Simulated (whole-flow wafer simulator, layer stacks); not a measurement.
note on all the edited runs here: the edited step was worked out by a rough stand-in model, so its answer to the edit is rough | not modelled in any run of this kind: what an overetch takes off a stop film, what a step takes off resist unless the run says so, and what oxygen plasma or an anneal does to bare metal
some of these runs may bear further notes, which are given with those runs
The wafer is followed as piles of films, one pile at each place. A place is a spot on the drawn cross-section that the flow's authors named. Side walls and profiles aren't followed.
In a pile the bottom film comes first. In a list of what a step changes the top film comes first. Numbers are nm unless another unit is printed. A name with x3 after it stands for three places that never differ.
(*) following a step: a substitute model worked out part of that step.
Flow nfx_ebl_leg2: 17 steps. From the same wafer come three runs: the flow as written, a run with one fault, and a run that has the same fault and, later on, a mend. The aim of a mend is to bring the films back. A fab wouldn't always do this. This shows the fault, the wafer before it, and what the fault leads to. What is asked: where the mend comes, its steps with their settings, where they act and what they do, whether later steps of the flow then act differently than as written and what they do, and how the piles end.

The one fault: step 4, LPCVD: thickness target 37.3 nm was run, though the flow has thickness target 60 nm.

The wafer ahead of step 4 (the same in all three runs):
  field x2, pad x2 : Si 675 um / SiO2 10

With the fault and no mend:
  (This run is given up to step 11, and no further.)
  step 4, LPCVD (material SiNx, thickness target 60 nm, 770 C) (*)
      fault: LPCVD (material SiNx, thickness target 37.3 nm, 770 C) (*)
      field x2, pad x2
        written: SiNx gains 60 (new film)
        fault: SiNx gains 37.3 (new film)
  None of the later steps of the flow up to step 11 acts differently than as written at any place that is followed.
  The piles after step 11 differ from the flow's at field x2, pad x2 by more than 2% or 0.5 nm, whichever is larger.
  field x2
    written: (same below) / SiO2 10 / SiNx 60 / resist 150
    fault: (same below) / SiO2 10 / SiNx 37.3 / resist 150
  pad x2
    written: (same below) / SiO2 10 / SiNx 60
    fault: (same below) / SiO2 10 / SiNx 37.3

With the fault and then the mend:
  The mend stands after step 5.
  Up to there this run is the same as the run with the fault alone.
  step 5a, ETCH (chemistry h3po4, depth target 42.89 nm)
      field x2, pad x2
        SiNx loses 37.3 (all of it)
  step 5b, CLEAN (chemistry SC1/SC2) (the flow's step 2, run once more)
      alters no film at any place that is followed
  step 5c, LPCVD (material SiNx, thickness target 60 nm, 770 C) (*) (the flow's step 4, run once more)
      field x2, pad x2
        SiNx gains 60 (new film)
  None of the later steps of the flow acts differently than as written at any place that is followed.
  The piles end the same as the flow's at every place that both follow.
